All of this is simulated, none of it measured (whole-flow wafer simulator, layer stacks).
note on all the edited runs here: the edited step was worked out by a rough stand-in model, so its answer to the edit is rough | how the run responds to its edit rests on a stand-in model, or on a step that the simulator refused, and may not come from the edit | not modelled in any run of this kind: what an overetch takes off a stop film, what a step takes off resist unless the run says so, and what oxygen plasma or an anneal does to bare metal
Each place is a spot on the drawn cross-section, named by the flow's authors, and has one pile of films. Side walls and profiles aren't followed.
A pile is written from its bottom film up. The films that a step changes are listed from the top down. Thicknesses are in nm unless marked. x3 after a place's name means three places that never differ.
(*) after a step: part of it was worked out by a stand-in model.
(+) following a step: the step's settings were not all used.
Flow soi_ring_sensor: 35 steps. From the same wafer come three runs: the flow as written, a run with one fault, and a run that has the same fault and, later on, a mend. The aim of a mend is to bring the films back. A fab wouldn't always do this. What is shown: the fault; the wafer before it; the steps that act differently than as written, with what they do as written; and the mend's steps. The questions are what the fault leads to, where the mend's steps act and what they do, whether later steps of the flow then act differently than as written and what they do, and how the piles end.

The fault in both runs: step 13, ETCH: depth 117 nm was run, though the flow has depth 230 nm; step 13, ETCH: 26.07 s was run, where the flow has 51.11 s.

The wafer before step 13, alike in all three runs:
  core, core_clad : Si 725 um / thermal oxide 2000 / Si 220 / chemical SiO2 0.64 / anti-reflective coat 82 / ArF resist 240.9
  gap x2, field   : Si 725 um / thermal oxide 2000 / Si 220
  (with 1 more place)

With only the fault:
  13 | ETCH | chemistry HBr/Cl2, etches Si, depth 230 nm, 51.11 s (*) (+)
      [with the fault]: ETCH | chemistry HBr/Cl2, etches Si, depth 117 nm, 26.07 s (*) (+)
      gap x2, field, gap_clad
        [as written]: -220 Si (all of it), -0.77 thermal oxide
        [with the fault]: -117 Si
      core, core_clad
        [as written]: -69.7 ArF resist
        [with the fault]: -35.6 ArF resist
  Steps further on in the flow that do not act as written (1 more step, not shown, differs only slightly: by at most 2% or 0.5 nm, whichever is larger):
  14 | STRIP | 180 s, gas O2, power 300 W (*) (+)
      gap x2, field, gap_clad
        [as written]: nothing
        [with the fault]: +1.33 chemical SiO2 (new film), -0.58 Si
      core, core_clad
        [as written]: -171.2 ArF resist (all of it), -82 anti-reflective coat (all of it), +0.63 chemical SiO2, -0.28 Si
        [with the fault]: -205.3 ArF resist (all of it), -82 anti-reflective coat (all of it), +0.62 chemical SiO2, -0.27 Si
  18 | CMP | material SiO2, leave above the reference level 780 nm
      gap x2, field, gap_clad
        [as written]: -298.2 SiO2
        [with the fault]: -402.8 SiO2
  By the end, the piles at field depart from the flow's by more than 2% or 0.5 nm, whichever is larger.
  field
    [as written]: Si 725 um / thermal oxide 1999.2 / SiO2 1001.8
    [with the fault]: Si 725 um / thermal oxide 2000 / Si 102.4 / chemical SiO2 1.33 / SiO2 897.2

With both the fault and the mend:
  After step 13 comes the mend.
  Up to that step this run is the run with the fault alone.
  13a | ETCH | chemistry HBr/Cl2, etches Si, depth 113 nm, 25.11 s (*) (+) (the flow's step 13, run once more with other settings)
      gap x2, field, gap_clad
        -103 Si (all of it), -0.77 thermal oxide
      core, core_clad
        -34.2 ArF resist
  Every later step of the flow that is run acts as written, at every place that is followed, to within 2% or 0.5 nm, whichever is larger.
  At every place that both follow, the piles at the end match the flow's.
